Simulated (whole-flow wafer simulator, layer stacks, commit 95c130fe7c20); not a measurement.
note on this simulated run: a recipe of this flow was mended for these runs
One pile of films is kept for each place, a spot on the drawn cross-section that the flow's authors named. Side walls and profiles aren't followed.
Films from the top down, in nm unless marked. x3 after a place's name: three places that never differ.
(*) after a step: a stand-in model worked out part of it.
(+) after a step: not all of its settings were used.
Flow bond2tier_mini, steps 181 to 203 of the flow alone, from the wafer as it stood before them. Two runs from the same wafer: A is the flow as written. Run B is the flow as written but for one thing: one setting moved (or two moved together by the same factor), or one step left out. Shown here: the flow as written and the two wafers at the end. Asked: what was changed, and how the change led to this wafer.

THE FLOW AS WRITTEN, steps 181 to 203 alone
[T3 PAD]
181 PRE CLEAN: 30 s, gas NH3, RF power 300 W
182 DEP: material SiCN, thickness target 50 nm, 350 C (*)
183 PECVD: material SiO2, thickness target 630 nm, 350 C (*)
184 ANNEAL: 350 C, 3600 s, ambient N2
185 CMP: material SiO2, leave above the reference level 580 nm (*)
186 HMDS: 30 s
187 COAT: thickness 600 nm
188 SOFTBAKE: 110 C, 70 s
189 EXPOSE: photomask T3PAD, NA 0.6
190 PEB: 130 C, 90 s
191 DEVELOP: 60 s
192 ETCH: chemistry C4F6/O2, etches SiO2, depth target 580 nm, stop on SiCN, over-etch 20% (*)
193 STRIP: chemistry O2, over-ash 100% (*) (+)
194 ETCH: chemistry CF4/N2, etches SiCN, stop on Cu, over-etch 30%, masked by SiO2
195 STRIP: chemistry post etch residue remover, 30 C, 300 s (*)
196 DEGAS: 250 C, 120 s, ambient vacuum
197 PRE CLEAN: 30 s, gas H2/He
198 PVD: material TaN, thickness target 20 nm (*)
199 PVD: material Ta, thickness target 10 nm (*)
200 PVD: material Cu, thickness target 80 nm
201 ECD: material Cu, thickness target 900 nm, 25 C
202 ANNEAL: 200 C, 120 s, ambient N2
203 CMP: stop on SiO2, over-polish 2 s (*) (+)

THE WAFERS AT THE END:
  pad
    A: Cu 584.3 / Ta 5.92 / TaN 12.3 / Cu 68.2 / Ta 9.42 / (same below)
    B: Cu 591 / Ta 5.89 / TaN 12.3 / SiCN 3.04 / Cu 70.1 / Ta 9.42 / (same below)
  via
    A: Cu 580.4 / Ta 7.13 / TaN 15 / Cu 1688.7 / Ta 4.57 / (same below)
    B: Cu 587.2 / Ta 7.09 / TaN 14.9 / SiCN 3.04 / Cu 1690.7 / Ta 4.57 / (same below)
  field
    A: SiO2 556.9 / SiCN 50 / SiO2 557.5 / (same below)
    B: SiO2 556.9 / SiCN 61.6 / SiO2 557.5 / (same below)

The cause: step 182, DEP: thickness target 61.6 nm was run, where the flow has thickness target 50 nm.
It can be read off the wafer: field has SiCN 61.6, and step 182 as written asks for 50 nm.

How the change led to this, step by step:
  182 DEP: material SiCN, thickness target 50 nm, 350 C (*)
      field, pad, via: A SiCN +50 (new film) | B SiCN +61.6 (new film)
  194 ETCH: chemistry CF4/N2, etches SiCN, stop on Cu, over-etch 30%, masked by SiO2
      pad, via: A SiCN -30.4 (all of it), Cu -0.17 | B SiCN -39
  195 STRIP: chemistry post etch residue remover, 30 C, 300 s (*)
      pad, via: A Cu -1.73 | B nothing
Counting metal films that touch as one body, pad has 4 bodies (between them, from the top down: SiCN 3.04; SiO2 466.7 / Si 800 / chemical SiO2 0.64 / SiO2 300 / SiCN 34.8; SiO2 466.7 / Si 800 / chemical SiO2 0.64 / SiO2 300 / SiCN 34.8); the flow as written gives 3 bodies (between them, from the top down: SiO2 466.7 / Si 800 / chemical SiO2 0.64 / SiO2 300 / SiCN 34.8; SiO2 466.7 / Si 800 / chemical SiO2 0.64 / SiO2 300 / SiCN 34.8).
Counting metal films that touch as one body, via has 2 bodies (between them, from the top down: SiCN 3.04); the flow as written gives 1 body.
